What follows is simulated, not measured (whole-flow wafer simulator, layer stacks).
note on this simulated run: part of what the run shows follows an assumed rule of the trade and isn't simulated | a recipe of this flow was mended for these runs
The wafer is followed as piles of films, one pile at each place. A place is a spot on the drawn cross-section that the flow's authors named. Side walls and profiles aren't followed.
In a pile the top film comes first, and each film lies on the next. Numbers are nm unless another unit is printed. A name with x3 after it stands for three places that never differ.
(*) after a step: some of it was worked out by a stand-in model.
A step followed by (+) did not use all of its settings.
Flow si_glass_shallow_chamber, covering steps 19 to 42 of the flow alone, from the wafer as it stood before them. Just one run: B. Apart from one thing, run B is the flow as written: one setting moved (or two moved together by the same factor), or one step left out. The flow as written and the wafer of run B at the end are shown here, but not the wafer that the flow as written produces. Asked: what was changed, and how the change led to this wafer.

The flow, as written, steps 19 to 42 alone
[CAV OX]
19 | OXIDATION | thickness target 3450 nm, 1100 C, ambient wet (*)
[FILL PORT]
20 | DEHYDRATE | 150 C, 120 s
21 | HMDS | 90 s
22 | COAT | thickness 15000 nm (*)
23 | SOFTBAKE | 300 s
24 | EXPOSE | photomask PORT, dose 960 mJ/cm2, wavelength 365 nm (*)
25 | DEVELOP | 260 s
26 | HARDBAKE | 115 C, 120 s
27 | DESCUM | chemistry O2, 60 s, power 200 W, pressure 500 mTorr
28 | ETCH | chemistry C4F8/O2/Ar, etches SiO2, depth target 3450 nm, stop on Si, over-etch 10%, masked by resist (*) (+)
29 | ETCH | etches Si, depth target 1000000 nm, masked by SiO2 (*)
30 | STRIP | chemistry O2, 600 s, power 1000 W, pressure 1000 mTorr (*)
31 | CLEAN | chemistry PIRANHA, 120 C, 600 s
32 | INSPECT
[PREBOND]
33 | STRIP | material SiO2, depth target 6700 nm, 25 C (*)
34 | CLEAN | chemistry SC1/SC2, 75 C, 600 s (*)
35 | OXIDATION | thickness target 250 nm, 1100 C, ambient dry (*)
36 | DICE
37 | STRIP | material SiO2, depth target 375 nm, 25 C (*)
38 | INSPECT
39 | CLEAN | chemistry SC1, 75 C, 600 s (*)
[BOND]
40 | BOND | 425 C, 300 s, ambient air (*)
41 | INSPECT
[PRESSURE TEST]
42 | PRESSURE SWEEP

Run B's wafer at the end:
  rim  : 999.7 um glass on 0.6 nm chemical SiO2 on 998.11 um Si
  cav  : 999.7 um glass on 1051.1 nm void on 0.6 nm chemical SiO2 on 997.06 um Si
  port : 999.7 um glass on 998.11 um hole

Cause: step 19, OXIDATION: 1077 C was run, though the flow has 1100 C.

The path from the change to this, step by step:
  19 | OXIDATION | thickness target 3450 nm, 1100 C, ambient wet (*)
      rim, ramp, septum, ring: SiO2 gains 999, Si loses 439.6 (as written it would have been: SiO2 gains 1110.9, Si loses 488.8)
      cav, port: SiO2 gains 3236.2 (new film), chemical SiO2 loses 0.6 (all of it), Si loses 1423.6 (as written it would have been: SiO2 gains 3450 (new film), chemical SiO2 loses 0.6 (all of it), Si loses 1517.7)
  22 | COAT | thickness 15000 nm (*)
      rim: thick-i-line-resist gains 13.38 um (new film) (as written it would have been: thick-i-line-resist gains 13.4 um (new film))
      ramp: thick-i-line-resist gains 12.86 um (new film) (as written it would have been: thick-i-line-resist gains 12.89 um (new film))
      (as well as at 2 more places)
  25 | DEVELOP | 260 s
      port: thick-i-line-resist loses 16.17 um (all of it) (as written it would have been: thick-i-line-resist loses 16.16 um (all of it))
  28 | ETCH | chemistry C4F8/O2/Ar, etches SiO2, depth target 3450 nm, stop on Si, over-etch 10%, masked by resist (*) (+)
      rim, ramp, cav, septum, ring: thick-i-line-resist loses 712 (as written it would have been: thick-i-line-resist loses 759)
      port: SiO2 loses 3236.2 (all of it), Si loses 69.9 (as written it would have been: SiO2 loses 3450 (all of it), Si loses 43.1)
  29 | ETCH | etches Si, depth target 1000000 nm, masked by SiO2 (*)
      rim, ramp: thick-i-line-resist loses 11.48 um (all of it), SiO2 loses 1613 (as written it would have been: thick-i-line-resist loses 11.47 um (all of it), SiO2 loses 1617.3)
      port: hole gains 997.11 um (new film), Si loses 997.11 um (all of it) (as written it would have been: hole gains 997.05 um (new film), Si loses 997.05 um (all of it))
      (as well as at 2 more places)
  30 | STRIP | chemistry O2, 600 s, power 1000 W, pressure 1000 mTorr (*)
      cav: thick-i-line-resist loses 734 (all of it) (as written it would have been: thick-i-line-resist loses 669.6 (all of it))
  33 | STRIP | material SiO2, depth target 6700 nm, 25 C (*)
      rim, ramp: SiO2 loses 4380 (all of it) (as written it would have been: SiO2 loses 4487.5 (all of it))
      cav: SiO2 loses 3236.2 (all of it) (as written it would have been: SiO2 loses 3450 (all of it))
  40 | BOND | 425 C, 300 s, ambient air (*)
      cav: glass gains 999.7 um (new film), void gains 1051.1 (new film) (as written it would have been: glass gains 999.7 um (new film), void gains 1095.9 (new film))
